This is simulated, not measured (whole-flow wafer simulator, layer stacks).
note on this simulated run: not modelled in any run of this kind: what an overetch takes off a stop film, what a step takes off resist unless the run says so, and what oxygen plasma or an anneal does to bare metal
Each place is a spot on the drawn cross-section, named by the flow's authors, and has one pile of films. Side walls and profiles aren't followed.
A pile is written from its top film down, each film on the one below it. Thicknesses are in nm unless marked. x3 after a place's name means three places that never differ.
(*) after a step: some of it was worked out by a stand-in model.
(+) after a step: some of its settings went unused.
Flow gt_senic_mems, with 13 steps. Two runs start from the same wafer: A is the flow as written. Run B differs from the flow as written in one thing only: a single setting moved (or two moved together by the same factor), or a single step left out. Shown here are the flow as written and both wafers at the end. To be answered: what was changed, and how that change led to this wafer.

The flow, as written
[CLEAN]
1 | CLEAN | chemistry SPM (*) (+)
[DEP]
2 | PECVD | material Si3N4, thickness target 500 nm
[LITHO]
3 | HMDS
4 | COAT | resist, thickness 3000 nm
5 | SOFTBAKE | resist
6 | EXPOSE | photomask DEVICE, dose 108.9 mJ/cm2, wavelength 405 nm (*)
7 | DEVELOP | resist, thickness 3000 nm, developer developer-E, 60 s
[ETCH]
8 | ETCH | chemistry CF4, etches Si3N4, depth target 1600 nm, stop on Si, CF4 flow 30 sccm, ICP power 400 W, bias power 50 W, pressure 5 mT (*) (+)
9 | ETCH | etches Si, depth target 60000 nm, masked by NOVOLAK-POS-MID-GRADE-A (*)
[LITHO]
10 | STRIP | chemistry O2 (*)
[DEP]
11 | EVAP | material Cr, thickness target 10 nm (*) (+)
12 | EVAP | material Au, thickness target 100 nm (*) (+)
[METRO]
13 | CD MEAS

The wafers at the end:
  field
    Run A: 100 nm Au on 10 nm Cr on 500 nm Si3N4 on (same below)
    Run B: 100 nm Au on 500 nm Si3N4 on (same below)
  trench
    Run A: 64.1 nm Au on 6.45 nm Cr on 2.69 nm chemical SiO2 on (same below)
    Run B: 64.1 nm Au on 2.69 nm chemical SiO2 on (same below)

Cause: step 11, EVAP: material Cr, thickness target 10 nm (*) (+), was omitted.

The path from the change to this, step by step:
  (no step that both runs have acts differently)
